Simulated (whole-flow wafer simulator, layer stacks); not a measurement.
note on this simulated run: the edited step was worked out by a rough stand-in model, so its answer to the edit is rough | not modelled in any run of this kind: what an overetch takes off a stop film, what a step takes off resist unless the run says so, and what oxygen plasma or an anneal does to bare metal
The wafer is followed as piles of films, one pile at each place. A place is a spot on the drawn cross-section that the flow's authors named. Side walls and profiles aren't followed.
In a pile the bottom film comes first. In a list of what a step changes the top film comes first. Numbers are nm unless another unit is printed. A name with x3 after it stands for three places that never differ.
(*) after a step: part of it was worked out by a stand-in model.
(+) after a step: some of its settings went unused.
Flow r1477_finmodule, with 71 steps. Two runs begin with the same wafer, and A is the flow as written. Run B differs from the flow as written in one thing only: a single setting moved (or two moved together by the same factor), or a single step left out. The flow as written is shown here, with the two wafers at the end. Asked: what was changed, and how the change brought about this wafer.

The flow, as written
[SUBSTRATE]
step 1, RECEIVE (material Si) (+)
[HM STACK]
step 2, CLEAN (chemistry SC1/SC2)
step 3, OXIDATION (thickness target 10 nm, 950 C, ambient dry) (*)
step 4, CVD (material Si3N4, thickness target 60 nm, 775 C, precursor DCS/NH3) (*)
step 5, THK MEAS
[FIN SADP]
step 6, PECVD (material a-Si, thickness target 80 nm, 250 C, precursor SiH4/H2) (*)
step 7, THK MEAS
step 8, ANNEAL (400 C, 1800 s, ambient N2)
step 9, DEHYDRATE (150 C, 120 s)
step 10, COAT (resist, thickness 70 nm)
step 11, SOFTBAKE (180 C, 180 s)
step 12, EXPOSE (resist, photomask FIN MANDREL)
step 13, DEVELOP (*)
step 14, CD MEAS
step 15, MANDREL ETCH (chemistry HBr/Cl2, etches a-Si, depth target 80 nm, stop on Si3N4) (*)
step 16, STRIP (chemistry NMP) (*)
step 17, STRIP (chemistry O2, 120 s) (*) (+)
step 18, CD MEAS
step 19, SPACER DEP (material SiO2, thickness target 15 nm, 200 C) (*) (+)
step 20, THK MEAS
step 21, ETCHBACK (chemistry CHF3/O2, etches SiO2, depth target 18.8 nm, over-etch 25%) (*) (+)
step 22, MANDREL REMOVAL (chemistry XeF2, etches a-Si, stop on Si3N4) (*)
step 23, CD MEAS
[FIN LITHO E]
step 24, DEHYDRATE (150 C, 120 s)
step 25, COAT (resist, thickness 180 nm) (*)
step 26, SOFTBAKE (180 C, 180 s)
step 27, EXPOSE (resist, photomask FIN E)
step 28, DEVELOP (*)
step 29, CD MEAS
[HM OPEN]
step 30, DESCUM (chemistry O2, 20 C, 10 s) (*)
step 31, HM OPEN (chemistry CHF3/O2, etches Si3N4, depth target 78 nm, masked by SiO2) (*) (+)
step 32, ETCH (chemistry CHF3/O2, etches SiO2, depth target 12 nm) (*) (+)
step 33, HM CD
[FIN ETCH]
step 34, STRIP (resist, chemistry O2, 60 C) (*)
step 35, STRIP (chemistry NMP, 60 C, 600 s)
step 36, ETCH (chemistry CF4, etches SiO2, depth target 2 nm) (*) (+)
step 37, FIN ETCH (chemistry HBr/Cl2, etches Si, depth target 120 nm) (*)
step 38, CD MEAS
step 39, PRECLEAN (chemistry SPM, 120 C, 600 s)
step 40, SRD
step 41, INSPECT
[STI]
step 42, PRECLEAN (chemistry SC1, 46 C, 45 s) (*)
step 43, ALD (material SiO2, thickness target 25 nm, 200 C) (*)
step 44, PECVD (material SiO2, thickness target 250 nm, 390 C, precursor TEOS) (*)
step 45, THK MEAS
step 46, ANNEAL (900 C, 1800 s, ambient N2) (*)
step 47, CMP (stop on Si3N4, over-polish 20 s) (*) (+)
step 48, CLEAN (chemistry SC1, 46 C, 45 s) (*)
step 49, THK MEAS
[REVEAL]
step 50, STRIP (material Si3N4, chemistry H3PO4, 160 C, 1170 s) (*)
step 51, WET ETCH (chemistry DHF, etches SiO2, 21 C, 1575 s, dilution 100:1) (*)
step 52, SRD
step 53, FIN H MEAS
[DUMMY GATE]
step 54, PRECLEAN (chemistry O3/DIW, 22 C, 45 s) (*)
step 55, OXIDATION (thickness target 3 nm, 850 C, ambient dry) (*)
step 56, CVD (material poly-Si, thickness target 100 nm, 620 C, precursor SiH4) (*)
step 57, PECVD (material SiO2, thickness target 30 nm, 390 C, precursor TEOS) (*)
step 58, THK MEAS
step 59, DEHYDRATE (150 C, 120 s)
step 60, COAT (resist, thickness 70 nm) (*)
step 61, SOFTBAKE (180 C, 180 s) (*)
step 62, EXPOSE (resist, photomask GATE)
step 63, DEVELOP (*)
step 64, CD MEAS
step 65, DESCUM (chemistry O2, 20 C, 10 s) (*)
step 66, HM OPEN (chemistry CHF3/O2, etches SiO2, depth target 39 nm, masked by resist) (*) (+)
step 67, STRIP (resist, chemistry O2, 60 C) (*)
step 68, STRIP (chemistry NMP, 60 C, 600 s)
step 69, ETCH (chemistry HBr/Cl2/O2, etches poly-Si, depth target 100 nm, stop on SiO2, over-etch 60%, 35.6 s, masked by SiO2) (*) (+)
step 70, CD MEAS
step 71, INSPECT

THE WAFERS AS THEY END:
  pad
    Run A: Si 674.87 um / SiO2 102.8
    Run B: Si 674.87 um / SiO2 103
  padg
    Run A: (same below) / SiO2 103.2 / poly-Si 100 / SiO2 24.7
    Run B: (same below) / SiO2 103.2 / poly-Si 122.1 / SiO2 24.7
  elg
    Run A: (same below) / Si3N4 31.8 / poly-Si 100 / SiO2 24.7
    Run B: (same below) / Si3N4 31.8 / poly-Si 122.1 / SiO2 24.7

Cause: step 56, CVD: thickness target 122.1 nm was run, though the flow has thickness target 100 nm.
The wafer itself shows it: padg has poly-Si 122.1, and step 56 as written asks for 100 nm.

How this came from the change, step by step:
  step 56, CVD (material poly-Si, thickness target 100 nm, 620 C, precursor SiH4) (*)
      pad, padg, elg and 26 more: A poly-Si gains 100 (new film) | B poly-Si gains 122.1 (new film)
      s40cg, s40co: A poly-Si gains 113.9 (new film) | B poly-Si gains 136.4 (new film)
      (also at 5 further places)
  step 69, ETCH (chemistry HBr/Cl2/O2, etches poly-Si, depth target 100 nm, stop on SiO2, over-etch 60%, 35.6 s, masked by SiO2) (*) (+)
      elo, e40lo, e100lo, e200lo: A chemical SiO2 loses 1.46 (all of it), poly-Si loses 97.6 (all of it), Si3N4 loses 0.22 | B chemical SiO2 loses 1.46 (all of it), poly-Si loses 119.7 (all of it)
      pad, eso, e40so and 8 more: A chemical SiO2 loses 1.46 (all of it), poly-Si loses 97.6 (all of it), SiO2 loses 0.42 | B chemical SiO2 loses 1.46 (all of it), poly-Si loses 119.7 (all of it), SiO2 loses 0.2
      (also at 3 further places)
